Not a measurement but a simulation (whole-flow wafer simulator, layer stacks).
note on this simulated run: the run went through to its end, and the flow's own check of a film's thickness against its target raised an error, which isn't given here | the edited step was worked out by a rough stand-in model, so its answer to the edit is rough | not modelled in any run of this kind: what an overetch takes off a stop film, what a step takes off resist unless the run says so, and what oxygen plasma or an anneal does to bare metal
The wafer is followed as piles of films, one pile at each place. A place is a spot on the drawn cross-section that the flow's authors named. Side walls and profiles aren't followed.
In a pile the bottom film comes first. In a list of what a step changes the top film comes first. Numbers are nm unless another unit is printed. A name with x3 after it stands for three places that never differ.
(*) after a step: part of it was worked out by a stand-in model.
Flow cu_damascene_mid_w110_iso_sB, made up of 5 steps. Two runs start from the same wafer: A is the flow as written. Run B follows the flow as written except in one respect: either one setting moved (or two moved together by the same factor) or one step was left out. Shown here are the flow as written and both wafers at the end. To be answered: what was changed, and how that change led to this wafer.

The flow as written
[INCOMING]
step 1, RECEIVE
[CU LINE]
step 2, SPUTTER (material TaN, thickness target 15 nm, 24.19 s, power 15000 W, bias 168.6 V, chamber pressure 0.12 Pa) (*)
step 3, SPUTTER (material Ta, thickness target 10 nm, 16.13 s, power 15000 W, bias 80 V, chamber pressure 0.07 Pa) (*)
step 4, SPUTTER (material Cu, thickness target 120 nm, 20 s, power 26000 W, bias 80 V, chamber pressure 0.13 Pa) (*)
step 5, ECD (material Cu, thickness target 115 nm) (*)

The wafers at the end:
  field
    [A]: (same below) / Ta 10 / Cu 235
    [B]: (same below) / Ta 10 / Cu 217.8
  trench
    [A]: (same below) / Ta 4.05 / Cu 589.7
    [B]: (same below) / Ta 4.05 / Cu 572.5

The reason: step 5, ECD: thickness target 97.8 nm was run, while the flow as written has thickness target 115 nm.

How this came from the change, step by step:
  step 5, ECD (material Cu, thickness target 115 nm) (*)
      field: A +115 Cu | B +97.8 Cu
      trench: A +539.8 Cu | B +522.6 Cu
